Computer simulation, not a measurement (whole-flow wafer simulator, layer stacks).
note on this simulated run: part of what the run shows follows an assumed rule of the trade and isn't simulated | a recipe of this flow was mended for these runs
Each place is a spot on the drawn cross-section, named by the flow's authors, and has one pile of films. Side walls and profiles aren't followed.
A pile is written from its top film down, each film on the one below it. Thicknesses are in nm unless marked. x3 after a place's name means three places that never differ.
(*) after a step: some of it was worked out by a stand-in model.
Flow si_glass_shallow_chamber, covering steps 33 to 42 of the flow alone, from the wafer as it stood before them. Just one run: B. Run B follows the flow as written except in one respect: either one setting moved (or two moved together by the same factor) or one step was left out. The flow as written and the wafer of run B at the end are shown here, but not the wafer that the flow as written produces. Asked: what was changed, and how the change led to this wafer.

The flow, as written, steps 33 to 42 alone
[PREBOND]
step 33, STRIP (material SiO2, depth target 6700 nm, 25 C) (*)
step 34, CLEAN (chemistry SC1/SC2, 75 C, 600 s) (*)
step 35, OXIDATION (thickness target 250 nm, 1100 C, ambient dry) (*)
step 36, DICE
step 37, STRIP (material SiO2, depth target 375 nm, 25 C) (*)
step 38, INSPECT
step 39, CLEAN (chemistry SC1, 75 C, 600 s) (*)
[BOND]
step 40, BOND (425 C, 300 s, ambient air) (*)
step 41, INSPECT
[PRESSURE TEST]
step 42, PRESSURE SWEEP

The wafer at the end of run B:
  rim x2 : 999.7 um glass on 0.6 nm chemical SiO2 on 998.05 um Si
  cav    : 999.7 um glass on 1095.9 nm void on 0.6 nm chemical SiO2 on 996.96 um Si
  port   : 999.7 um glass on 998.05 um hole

Cause: step 35, OXIDATION: thickness target 280 nm was run, though the flow has thickness target 250 nm.

Step by step, how the change led to this:
  step 35, OXIDATION (thickness target 250 nm, 1100 C, ambient dry) (*)
      rim x2, cav, septum, ring: SiO2 gains 280 (new film), chemical SiO2 loses 0.6 (all of it), Si loses 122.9 (as written it would have been: SiO2 gains 250 (new film), chemical SiO2 loses 0.6 (all of it), Si loses 109.7)
  step 37, STRIP (material SiO2, depth target 375 nm, 25 C) (*)
      rim x2, cav, septum, ring: SiO2 loses 280 (all of it) (as written it would have been: SiO2 loses 250 (all of it))
